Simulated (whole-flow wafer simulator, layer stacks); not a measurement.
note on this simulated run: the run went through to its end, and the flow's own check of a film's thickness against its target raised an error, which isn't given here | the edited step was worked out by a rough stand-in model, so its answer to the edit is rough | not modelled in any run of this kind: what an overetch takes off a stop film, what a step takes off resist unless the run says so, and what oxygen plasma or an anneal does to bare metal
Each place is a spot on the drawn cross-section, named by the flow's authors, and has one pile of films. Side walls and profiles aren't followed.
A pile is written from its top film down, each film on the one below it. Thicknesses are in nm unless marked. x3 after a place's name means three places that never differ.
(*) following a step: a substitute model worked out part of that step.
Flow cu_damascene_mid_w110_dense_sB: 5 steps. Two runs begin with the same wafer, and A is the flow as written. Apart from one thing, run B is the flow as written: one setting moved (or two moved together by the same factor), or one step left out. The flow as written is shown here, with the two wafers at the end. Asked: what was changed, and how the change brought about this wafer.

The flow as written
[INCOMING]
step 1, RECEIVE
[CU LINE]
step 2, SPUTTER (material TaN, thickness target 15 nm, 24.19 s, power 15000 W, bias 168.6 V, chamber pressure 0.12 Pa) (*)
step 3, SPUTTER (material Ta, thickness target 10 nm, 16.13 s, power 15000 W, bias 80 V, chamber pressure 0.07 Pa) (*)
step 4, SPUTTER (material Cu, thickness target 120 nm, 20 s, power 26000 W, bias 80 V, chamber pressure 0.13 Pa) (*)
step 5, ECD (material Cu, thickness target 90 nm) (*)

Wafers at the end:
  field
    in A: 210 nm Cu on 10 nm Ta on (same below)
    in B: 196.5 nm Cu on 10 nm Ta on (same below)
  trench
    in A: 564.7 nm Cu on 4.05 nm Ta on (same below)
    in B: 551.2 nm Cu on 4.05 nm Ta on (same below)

What caused this: step 5, ECD: thickness target 76.5 nm was run, though the flow has thickness target 90 nm.

How this came from the change, step by step:
  step 5, ECD (material Cu, thickness target 90 nm) (*)
      field: A +90 Cu | B +76.5 Cu
      trench: A +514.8 Cu | B +501.3 Cu
